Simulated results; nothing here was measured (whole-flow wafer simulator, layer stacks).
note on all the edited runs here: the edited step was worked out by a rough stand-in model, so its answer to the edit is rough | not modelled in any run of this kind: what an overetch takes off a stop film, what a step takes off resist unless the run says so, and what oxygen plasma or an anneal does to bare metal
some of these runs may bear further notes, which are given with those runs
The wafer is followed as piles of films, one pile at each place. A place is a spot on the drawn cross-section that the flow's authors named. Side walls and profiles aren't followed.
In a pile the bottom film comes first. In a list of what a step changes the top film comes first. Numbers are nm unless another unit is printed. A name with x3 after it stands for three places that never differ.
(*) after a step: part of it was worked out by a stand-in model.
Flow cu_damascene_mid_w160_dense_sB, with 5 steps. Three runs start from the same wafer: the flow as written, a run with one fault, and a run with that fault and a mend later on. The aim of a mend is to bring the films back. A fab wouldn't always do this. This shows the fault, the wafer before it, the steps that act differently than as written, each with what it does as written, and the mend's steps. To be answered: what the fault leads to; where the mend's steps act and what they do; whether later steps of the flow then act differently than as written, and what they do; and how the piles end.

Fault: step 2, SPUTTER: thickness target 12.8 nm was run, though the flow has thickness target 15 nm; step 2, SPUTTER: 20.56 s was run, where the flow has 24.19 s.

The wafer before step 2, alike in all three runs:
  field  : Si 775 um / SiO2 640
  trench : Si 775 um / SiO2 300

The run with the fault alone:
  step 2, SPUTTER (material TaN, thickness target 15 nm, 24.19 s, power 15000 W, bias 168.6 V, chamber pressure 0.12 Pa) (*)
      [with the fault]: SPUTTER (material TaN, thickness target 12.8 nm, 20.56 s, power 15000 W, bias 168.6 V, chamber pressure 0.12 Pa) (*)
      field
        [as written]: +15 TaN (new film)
        [with the fault]: +12.8 TaN (new film)
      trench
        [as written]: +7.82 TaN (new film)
        [with the fault]: +6.67 TaN (new film)
  Every later step of the flow that is run acts as written, at every place that is followed, to within 2% or 0.5 nm, whichever is larger.
  At field, trench, the piles at the end differ from the flow's by more than 2% or 0.5 nm, whichever is larger.
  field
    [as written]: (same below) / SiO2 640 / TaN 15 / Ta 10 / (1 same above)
    [with the fault]: (same below) / SiO2 640 / TaN 12.8 / Ta 10 / (1 same above)
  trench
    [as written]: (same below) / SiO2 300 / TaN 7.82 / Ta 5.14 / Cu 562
    [with the fault]: (same below) / SiO2 300 / TaN 6.67 / Ta 5.17 / Cu 561

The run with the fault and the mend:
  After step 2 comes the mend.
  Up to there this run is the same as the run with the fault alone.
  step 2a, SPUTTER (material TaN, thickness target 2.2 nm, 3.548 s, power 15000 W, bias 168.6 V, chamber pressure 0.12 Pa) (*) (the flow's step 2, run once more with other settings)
      field
        +2.2 TaN
      trench
        +1.11 TaN
  Every later step of the flow that is run acts as written, at every place that is followed, to within 2% or 0.5 nm, whichever is larger.
  The piles end only slightly different from the flow's at the places that both follow, by no more than 2% or 0.5 nm, whichever is larger.
